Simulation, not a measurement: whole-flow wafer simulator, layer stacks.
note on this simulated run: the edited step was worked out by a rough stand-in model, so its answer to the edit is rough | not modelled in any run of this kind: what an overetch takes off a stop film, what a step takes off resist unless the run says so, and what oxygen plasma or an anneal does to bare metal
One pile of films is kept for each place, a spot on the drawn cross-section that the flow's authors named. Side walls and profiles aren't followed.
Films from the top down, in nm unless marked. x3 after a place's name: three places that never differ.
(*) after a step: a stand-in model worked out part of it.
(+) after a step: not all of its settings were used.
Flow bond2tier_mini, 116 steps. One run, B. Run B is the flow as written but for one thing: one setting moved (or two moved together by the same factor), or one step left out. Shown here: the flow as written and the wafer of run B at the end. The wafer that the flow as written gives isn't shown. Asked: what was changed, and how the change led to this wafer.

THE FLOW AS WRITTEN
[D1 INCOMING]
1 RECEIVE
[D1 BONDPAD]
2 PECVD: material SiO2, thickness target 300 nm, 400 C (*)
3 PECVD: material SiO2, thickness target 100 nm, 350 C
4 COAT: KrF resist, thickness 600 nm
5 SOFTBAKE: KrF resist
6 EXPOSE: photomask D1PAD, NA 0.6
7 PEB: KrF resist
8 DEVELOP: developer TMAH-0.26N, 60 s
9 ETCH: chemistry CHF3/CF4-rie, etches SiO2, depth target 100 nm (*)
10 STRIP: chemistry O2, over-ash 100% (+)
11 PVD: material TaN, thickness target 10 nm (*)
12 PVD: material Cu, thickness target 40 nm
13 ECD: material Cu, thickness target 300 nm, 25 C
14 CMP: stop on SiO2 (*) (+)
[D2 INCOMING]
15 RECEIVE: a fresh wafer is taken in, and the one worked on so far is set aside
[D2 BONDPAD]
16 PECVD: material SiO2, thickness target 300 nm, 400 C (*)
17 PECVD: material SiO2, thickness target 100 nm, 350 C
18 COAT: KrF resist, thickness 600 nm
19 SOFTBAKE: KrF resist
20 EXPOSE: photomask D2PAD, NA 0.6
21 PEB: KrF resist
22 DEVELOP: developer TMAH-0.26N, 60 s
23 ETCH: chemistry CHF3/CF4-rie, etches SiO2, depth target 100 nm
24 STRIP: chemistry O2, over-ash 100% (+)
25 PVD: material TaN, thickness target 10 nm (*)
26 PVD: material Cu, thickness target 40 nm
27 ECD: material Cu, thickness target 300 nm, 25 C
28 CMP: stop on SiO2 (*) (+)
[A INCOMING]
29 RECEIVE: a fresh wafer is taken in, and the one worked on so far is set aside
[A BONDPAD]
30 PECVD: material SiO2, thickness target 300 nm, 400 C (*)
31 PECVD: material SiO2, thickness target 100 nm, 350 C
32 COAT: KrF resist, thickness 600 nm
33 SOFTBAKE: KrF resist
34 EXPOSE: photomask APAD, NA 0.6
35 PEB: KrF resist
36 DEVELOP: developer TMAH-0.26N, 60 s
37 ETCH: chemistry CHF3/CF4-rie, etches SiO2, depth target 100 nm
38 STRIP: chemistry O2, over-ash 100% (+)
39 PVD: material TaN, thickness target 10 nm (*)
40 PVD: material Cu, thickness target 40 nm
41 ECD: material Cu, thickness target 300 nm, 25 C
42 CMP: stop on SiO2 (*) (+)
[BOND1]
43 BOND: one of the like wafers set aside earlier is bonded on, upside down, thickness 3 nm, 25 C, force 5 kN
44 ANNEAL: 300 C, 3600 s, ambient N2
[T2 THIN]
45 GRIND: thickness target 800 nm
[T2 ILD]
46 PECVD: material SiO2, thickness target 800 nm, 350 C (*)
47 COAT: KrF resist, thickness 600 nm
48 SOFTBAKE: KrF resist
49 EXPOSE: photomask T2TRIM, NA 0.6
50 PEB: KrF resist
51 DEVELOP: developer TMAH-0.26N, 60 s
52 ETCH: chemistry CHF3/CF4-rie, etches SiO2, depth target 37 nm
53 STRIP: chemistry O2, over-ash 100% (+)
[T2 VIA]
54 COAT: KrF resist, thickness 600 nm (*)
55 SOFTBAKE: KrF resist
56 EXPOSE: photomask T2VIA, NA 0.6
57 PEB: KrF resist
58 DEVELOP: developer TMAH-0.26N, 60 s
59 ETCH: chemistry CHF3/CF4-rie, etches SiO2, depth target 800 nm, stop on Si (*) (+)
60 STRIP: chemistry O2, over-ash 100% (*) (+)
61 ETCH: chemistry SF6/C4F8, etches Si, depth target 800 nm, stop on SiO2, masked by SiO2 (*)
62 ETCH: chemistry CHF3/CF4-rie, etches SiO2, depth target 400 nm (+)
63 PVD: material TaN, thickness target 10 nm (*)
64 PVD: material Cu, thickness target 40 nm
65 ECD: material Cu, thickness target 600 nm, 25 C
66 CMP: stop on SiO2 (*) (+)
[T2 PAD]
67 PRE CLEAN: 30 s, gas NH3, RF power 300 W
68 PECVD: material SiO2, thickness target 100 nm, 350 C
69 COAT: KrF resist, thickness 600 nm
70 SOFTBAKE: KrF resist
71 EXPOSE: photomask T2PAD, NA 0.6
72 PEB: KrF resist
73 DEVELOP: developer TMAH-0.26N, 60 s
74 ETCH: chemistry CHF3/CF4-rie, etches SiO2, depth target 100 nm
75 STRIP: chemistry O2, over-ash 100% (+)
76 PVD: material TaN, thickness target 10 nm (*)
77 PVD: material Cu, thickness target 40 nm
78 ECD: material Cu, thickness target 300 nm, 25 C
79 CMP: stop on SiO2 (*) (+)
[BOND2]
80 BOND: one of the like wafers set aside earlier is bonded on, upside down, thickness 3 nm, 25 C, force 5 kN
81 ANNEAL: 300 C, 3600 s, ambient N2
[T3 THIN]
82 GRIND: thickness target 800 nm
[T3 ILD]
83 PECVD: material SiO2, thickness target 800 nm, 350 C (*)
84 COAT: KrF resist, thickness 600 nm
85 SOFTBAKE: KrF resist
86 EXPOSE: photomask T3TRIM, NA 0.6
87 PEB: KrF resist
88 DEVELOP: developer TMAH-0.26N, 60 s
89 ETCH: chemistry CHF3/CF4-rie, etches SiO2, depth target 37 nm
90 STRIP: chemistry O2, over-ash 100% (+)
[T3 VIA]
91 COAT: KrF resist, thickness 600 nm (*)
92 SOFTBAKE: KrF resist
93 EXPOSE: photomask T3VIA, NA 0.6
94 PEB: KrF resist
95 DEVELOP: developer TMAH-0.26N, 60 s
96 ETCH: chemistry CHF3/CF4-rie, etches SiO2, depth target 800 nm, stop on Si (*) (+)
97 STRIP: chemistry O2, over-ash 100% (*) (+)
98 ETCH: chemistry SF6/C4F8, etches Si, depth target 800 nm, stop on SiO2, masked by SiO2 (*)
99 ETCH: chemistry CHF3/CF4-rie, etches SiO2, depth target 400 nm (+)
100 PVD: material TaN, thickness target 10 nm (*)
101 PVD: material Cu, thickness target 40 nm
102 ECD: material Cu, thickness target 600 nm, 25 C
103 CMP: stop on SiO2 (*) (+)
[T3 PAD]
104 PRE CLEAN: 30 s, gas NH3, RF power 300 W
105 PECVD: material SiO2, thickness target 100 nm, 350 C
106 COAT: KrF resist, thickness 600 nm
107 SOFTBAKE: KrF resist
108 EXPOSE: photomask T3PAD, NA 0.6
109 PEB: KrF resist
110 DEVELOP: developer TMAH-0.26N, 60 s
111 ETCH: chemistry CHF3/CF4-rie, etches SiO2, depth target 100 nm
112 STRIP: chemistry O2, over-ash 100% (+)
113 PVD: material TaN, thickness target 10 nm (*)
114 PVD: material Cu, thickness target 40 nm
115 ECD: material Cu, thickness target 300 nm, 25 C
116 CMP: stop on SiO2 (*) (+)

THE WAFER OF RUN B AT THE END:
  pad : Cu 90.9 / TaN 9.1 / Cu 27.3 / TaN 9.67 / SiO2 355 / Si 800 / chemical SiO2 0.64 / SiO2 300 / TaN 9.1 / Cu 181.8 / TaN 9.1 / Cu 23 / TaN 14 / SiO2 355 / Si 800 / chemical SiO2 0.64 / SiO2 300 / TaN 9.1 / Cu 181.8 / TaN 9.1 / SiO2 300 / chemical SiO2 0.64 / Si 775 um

The cause: step 63, PVD: thickness target 14.5 nm was run, where the flow has thickness target 10 nm.

How the change led to this, step by step:
  63 PVD: material TaN, thickness target 10 nm (*)
      field: TaN +14.5 (new film) (as written it would be: TaN +10 (new film))
      pad: TaN +14 (new film) (as written it would be: TaN +9.67 (new film))
  66 CMP: stop on SiO2 (*) (+)
      field: Cu -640 (all of it), TaN -14.5 (all of it) (as written it would be: Cu -640 (all of it), TaN -10 (all of it))
